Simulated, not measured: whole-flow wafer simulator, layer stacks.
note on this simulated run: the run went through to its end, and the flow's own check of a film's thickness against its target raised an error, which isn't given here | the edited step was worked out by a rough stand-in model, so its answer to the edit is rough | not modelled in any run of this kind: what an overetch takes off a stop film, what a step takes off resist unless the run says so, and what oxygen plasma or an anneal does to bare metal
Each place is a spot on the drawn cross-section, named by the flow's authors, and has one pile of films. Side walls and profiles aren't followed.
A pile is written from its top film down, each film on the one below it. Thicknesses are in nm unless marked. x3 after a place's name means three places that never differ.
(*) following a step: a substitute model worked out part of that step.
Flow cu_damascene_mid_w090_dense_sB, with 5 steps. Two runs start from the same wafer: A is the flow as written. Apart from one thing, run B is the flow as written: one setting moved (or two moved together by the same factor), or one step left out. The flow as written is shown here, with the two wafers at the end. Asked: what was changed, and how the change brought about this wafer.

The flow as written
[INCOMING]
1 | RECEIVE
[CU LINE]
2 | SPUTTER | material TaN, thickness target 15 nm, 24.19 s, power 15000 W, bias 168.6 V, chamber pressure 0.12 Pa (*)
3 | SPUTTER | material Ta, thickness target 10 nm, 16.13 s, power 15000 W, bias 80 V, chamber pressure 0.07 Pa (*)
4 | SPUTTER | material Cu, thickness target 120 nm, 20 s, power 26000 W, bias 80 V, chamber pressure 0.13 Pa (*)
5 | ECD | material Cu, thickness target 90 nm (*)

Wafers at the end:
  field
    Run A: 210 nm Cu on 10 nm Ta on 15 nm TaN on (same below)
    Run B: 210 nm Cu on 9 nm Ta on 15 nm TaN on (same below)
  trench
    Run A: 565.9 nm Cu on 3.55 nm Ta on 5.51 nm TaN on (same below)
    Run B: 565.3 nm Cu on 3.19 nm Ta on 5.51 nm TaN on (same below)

The reason: step 3, SPUTTER: thickness target 9 nm was run, while the flow as written has thickness target 10 nm; step 3, SPUTTER: 14.52 s was run, where the flow has 16.13 s.
The wafer itself shows it: field has Ta 9, and step 3 as written asks for 10 nm.

The path from the change to this, step by step:
  3 | SPUTTER | material Ta, thickness target 10 nm, 16.13 s, power 15000 W, bias 80 V, chamber pressure 0.07 Pa (*)
      field: A Ta gains 10 (new film) | B Ta gains 9 (new film)
